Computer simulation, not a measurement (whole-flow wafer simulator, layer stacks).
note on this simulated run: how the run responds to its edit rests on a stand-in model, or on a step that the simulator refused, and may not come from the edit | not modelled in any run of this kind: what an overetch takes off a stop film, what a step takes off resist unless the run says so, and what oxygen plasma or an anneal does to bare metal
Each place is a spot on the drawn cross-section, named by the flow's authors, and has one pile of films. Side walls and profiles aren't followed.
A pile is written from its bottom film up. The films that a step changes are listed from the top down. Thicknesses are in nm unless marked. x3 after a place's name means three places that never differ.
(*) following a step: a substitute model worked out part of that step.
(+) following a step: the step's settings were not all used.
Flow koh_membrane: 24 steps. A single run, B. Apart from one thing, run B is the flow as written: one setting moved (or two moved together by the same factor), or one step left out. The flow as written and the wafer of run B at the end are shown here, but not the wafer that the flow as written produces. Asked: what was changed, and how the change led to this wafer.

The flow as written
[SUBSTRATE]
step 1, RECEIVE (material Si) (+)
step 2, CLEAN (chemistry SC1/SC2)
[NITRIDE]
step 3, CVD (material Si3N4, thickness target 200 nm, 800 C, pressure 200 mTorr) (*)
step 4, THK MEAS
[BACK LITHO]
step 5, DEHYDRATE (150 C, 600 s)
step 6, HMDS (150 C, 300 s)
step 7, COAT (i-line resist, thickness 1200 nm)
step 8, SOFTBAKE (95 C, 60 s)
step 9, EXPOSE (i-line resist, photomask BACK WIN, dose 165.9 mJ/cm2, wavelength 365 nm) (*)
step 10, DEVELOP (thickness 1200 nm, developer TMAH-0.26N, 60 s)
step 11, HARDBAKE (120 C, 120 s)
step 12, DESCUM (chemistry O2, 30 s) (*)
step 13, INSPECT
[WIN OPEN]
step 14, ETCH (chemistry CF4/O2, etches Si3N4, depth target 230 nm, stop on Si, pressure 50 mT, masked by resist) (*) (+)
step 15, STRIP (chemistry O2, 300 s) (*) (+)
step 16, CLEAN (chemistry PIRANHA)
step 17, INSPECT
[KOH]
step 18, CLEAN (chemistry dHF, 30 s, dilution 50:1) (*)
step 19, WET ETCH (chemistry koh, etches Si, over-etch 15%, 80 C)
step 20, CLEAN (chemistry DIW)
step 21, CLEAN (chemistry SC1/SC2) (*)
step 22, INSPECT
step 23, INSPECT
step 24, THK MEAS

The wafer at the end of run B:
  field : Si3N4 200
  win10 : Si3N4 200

What caused this: step 3, CVD: material Si3N4, thickness target 200 nm, 800 C, pressure 200 mTorr (*), was not run.

The path from the change to this, step by step:
  step 12, DESCUM (chemistry O2, 30 s) (*)
      win20 x4, win10: +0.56 chemical SiO2, -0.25 Si (as written it would have been: nothing)
  step 14, ETCH (chemistry CF4/O2, etches Si3N4, depth target 230 nm, stop on Si, pressure 50 mT, masked by resist) (*) (+)
      win20 x4, win10: -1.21 chemical SiO2 (all of it) (as written it would have been: -200 Si3N4 (all of it), -0.64 chemical SiO2 (all of it))
  step 15, STRIP (chemistry O2, 300 s) (*) (+)
      field: -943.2 i-line resist (all of it), +2.34 chemical SiO2, -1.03 Si (as written it would have been: -943.2 i-line resist (all of it))
  step 18, CLEAN (chemistry dHF, 30 s, dilution 50:1) (*)
      field: -2.22 chemical SiO2 (as written it would have been: -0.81 Si3N4)
  step 19, WET ETCH (chemistry koh, etches Si, over-etch 15%, 80 C)
      field: -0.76 chemical SiO2 (all of it), -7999 Si (all of it) (as written it would have been: nothing)
      win10: -7998.4 Si (all of it) (as written it would have been: -7320 Si)
  step 21, CLEAN (chemistry SC1/SC2) (*)
      win10: nothing (as written it would have been: +0.6 chemical SiO2 (new film), -0.26 Si)
